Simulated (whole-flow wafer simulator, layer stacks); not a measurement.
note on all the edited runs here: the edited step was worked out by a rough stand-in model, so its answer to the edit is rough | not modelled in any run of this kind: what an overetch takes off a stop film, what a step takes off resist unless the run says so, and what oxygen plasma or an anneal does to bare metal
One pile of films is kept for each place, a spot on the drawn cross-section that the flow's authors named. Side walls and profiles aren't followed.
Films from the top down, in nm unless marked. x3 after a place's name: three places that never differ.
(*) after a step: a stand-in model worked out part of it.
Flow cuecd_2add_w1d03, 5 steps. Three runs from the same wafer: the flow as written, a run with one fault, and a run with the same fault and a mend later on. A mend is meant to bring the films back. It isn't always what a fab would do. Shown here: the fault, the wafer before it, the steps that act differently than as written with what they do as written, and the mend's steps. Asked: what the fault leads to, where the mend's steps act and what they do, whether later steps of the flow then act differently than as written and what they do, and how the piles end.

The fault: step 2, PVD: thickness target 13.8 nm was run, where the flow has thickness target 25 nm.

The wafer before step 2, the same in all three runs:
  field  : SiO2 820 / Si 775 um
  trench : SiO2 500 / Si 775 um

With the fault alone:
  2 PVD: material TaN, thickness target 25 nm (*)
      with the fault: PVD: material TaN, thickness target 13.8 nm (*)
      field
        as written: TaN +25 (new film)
        with the fault: TaN +13.8 (new film)
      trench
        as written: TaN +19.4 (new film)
        with the fault: TaN +10.7 (new film)
  No later step of the flow acts differently than as written, at any place that is followed, by more than 2% or 0.5 nm, whichever is larger.
  At the end the piles differ from the flow's by more than 2% or 0.5 nm, whichever is larger, at field, trench.
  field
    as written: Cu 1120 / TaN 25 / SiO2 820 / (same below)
    with the fault: Cu 1120 / TaN 13.8 / SiO2 820 / (same below)
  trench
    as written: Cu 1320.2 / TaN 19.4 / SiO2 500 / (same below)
    with the fault: Cu 1317.1 / TaN 10.7 / SiO2 500 / (same below)

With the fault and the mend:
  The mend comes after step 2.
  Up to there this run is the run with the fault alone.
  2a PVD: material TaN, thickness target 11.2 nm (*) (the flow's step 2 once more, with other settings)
      field
        TaN +11.2
      trench
        TaN +8.62
  No later step of the flow acts differently than as written, at any place that is followed, by more than 2% or 0.5 nm, whichever is larger.
  At the end the piles differ from the flow's only slightly at the places that both follow, by at most 2% or 0.5 nm, whichever is larger.
